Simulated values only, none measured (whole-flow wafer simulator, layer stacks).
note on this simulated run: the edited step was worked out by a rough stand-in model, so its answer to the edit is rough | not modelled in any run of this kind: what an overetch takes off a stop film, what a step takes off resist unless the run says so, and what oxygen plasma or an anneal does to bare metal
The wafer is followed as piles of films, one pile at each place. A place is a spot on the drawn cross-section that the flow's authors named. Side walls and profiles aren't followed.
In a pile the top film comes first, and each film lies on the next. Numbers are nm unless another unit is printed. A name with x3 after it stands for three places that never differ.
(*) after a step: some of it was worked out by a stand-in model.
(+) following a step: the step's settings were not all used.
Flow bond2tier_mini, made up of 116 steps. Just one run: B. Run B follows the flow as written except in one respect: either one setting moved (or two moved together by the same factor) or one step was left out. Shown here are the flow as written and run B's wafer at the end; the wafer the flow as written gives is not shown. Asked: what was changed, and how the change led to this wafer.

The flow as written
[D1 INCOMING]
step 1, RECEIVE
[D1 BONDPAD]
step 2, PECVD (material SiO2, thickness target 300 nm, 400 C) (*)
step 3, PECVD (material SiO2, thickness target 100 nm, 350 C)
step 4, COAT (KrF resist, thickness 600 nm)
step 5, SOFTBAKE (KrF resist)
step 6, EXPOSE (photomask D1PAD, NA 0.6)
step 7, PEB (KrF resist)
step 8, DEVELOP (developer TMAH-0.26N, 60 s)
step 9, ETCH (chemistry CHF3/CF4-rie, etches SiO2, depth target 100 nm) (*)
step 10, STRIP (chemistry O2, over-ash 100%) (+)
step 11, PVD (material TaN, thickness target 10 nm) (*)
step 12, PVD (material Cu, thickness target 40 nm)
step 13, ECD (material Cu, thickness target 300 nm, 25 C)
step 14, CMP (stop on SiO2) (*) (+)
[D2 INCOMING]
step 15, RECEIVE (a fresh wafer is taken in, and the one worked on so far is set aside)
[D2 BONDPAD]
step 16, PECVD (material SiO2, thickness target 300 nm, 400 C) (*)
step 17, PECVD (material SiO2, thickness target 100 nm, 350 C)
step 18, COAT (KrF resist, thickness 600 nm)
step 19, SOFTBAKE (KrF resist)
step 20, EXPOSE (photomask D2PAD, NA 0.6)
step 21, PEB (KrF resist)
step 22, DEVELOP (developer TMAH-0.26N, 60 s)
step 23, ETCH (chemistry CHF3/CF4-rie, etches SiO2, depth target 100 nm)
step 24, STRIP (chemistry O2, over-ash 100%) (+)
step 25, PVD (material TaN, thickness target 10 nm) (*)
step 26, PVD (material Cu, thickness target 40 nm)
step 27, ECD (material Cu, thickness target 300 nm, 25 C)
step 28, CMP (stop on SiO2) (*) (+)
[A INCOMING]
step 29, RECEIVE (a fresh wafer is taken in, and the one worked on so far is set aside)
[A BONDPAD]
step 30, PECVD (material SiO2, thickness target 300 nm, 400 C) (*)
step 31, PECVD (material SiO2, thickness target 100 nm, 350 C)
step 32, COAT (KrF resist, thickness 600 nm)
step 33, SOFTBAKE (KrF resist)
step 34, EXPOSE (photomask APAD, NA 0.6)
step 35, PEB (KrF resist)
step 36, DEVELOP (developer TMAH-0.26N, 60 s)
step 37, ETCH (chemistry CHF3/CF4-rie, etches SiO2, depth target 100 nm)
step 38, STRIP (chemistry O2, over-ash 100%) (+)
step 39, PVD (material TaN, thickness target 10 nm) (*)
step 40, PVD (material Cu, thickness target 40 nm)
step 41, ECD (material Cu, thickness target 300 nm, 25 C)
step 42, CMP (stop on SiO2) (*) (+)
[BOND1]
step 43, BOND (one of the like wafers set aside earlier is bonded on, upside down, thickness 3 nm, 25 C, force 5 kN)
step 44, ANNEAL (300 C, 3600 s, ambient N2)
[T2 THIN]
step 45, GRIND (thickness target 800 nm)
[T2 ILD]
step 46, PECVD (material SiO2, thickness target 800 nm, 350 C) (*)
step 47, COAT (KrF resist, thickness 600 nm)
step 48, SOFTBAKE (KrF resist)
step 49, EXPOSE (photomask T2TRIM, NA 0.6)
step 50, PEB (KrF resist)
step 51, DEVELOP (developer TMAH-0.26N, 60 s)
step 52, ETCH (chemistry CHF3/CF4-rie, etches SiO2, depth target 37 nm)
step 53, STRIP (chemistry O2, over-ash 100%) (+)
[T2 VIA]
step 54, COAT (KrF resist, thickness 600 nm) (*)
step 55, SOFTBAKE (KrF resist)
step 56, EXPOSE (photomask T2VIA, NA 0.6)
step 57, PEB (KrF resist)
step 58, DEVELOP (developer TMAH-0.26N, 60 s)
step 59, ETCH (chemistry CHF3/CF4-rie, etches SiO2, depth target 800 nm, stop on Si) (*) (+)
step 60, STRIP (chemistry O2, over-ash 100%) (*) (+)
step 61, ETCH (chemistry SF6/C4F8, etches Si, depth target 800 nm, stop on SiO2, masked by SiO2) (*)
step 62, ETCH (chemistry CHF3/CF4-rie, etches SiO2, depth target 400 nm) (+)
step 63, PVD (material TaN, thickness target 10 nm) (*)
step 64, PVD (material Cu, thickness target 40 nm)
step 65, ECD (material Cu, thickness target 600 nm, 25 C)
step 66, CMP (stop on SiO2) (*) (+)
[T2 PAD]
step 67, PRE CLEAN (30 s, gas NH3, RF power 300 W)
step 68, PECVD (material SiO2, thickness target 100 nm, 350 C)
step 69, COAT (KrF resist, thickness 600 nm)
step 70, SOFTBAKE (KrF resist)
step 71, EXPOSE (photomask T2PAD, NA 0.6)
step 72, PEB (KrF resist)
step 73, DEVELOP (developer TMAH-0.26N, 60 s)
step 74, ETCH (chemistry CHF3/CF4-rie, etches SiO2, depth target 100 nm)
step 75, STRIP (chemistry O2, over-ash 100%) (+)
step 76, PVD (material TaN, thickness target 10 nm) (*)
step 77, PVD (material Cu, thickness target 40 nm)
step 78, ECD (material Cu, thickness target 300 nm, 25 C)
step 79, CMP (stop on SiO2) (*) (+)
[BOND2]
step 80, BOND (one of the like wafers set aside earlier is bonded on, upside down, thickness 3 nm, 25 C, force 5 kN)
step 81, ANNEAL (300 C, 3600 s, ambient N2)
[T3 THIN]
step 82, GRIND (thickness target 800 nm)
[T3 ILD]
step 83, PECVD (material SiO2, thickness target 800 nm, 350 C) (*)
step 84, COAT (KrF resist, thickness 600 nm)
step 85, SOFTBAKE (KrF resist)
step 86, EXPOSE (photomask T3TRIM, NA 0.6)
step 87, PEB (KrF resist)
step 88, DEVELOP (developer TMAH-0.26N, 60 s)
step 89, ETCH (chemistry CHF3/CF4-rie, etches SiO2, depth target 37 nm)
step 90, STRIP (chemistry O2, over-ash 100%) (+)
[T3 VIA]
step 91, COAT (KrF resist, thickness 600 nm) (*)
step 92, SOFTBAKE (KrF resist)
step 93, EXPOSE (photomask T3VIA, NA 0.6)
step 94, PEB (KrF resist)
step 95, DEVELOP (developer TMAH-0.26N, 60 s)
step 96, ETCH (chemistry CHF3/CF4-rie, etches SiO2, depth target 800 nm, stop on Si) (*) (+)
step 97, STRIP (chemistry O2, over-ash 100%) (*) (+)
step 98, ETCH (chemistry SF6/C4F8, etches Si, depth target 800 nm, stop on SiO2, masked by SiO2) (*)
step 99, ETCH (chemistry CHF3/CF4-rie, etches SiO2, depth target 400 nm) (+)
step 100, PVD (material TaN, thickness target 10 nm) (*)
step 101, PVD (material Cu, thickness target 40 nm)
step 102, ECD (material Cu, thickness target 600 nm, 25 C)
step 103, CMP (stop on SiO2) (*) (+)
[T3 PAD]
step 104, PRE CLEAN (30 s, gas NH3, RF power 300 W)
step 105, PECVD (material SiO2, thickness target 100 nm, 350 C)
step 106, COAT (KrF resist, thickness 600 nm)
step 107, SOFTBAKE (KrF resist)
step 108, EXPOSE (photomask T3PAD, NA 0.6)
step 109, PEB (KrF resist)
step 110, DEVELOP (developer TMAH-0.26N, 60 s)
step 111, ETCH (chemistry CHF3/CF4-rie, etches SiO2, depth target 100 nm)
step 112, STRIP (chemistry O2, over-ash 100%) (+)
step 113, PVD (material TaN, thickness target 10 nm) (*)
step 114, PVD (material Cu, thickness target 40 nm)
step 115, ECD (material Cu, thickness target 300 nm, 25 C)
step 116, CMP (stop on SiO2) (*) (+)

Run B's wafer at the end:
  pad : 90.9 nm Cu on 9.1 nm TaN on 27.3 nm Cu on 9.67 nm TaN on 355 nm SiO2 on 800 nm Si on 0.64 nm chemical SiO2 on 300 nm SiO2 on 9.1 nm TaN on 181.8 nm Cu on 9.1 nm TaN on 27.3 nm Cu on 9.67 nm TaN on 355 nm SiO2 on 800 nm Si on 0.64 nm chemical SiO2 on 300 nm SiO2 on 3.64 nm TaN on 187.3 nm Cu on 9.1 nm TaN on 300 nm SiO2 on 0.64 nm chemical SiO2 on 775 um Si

What caused this: step 11, PVD: thickness target 4 nm was run, though the flow has thickness target 10 nm.

How this came from the change, step by step:
  step 11, PVD (material TaN, thickness target 10 nm) (*)
      field: TaN gains 4 (new film) (as written it would have been: TaN gains 10 (new film))
      pad: TaN gains 3.64 (new film) (as written it would have been: TaN gains 9.1 (new film))
      (also at 1 further place)
  step 14, CMP (stop on SiO2) (*) (+)
      field: Cu loses 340 (all of it), TaN loses 4 (all of it) (as written it would have been: Cu loses 340 (all of it), TaN loses 10 (all of it))
  step 43, BOND (one of the like wafers set aside earlier is bonded on, upside down, thickness 3 nm, 25 C, force 5 kN)
      pad: Si gains 775 um (new film), chemical SiO2 gains 0.64 (new film), SiO2 gains 300 (new film), TaN gains 3.64 (new film), Cu gains 96.4 (as written it would have been: Si gains 775 um (new film), chemical SiO2 gains 0.64 (new film), SiO2 gains 300 (new film), TaN gains 9.1 (new film), Cu gains 90.9)
      via: Si gains 775 um (new film), chemical SiO2 gains 0.64 (new film), SiO2 gains 300 (new film), TaN gains 3.99 (new film), Cu gains 96 (as written it would have been: Si gains 775 um (new film), chemical SiO2 gains 0.64 (new film), SiO2 gains 300 (new film), TaN gains 9.97 (new film), Cu gains 90)
